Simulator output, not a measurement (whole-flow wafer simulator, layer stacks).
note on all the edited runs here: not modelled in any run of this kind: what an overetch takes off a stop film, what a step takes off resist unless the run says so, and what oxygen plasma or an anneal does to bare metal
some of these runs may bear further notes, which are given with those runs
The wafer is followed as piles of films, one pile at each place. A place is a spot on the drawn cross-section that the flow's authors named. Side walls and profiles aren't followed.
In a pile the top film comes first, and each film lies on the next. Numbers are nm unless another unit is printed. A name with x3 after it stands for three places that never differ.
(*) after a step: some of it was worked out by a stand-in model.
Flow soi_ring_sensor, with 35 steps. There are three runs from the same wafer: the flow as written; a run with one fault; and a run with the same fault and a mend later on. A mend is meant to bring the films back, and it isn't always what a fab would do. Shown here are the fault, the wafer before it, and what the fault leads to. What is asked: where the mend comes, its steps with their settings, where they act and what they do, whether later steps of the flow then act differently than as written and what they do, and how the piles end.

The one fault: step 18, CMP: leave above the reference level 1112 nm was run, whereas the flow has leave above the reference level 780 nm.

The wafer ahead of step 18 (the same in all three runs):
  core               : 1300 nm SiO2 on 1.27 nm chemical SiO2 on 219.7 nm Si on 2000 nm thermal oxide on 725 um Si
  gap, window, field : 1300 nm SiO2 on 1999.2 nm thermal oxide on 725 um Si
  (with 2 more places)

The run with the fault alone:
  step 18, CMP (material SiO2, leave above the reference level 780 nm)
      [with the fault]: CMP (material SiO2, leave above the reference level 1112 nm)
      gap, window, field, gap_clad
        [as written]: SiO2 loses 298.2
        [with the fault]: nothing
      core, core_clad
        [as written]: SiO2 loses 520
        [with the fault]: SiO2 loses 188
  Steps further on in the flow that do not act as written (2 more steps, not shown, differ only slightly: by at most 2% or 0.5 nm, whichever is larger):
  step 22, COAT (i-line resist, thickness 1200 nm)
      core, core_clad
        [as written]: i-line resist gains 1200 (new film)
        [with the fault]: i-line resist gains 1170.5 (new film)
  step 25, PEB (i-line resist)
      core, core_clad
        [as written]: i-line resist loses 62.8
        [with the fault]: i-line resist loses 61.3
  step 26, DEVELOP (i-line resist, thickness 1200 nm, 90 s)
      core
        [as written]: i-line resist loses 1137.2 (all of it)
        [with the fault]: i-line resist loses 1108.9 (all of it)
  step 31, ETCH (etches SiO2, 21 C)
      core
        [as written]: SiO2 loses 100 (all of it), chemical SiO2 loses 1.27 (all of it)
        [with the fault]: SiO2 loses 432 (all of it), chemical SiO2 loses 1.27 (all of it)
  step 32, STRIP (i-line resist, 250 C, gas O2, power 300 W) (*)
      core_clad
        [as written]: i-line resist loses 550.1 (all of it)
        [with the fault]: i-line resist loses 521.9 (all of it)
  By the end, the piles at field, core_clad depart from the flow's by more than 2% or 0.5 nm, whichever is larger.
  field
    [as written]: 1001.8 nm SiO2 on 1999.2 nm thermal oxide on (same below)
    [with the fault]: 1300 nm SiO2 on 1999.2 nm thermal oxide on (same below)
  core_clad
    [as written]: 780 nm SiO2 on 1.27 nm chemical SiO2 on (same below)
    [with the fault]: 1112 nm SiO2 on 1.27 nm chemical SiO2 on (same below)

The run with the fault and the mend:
  The mend follows step 19.
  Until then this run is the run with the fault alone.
  step 19a, CMP (material SiO2, leave above the reference level 780 nm) (the flow's step 18 again)
      gap, window, field, gap_clad
        SiO2 loses 298.2
      core, core_clad
        SiO2 loses 332
  Later steps of the flow that are run all act as written at every place that is followed.
  By the end, the piles equal the flow's at every place that both follow.
